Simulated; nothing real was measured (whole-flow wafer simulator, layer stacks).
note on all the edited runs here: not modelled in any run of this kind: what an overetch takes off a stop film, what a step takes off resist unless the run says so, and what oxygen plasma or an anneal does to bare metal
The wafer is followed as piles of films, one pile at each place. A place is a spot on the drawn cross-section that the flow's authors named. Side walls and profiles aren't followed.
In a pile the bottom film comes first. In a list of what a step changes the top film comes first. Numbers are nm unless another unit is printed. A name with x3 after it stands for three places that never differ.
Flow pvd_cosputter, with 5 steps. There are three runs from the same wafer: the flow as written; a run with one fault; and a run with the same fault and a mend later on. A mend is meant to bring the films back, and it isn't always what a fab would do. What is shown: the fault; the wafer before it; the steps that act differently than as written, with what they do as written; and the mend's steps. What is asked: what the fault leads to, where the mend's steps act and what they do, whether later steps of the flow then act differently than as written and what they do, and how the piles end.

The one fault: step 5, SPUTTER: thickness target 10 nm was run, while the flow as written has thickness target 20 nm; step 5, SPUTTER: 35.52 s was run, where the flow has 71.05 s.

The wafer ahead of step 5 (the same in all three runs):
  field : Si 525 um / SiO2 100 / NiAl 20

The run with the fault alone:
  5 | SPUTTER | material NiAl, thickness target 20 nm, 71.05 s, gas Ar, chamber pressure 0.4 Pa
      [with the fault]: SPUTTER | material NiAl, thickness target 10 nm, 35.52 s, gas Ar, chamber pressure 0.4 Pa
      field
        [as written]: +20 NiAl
        [with the fault]: +10 NiAl
  None of the later steps of the flow acts differently than as written at any place that is followed.
  At field, the piles at the end differ from the flow's by more than 2% or 0.5 nm, whichever is larger.
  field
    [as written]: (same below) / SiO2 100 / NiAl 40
    [with the fault]: (same below) / SiO2 100 / NiAl 30

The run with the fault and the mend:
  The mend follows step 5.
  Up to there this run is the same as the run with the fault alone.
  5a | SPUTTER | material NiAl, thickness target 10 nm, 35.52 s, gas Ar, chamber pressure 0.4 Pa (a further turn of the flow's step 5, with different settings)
      field
        +10 NiAl
  None of the later steps of the flow acts differently than as written at any place that is followed.
  By the end, the piles equal the flow's at every place that both follow.
